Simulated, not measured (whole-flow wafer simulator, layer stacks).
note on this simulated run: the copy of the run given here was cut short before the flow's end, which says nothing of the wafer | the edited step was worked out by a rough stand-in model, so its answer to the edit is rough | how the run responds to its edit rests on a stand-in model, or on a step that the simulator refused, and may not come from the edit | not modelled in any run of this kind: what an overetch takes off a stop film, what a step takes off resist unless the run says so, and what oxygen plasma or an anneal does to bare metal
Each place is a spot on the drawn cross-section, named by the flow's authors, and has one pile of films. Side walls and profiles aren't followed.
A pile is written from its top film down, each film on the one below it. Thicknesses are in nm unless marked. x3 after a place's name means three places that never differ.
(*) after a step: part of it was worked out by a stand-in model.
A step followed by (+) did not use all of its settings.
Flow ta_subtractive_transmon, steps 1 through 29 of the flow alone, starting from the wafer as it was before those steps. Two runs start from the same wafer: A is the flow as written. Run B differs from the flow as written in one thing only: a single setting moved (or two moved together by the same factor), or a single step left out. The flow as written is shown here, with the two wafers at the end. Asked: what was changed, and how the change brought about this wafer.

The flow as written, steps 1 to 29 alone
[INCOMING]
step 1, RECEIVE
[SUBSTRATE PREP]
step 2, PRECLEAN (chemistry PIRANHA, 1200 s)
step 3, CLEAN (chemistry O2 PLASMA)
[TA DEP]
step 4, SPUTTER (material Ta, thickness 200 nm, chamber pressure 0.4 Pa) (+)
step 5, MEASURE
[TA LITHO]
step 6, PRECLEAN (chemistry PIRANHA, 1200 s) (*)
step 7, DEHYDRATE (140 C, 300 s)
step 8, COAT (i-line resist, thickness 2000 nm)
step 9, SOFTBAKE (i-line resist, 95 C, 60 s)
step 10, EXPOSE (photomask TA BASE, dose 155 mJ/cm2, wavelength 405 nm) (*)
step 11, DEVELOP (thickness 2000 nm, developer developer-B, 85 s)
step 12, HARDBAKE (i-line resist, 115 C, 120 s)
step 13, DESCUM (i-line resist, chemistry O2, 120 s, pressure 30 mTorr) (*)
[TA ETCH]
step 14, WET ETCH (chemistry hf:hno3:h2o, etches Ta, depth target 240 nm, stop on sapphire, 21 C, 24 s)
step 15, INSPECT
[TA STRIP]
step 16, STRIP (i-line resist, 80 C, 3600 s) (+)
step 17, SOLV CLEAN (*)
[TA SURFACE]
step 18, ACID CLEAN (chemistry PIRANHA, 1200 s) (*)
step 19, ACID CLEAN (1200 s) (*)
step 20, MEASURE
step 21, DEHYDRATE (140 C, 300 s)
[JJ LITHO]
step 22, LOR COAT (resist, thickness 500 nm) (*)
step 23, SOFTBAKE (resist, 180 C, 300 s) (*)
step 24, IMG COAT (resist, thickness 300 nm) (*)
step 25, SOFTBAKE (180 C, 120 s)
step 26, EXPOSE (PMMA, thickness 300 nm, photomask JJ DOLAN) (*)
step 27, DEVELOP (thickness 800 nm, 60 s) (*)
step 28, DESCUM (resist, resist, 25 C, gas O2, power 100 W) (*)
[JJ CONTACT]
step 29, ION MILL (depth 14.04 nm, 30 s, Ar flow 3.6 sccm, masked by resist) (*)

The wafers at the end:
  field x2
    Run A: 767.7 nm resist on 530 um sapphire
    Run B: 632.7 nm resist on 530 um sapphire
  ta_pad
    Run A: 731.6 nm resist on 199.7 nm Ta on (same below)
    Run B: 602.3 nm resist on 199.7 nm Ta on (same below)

Cause: step 24, IMG COAT: thickness 165 nm was run, while the flow as written has thickness 300 nm.

How this came from the change, step by step:
  step 24, IMG COAT (resist, thickness 300 nm) (*)
      field x2, jj_line: A resist gains 300 | B resist gains 165
      lead: A resist gains 312.6 | B resist gains 173.6
      (also at 2 further places)
  step 27, DEVELOP (thickness 800 nm, 60 s) (*)
      jj_line: A resist loses 800 (all of it) | B resist loses 665 (all of it)
      lead: A resist loses 867.4 (all of it) | B resist loses 728.4 (all of it)
      (also at 1 further place)
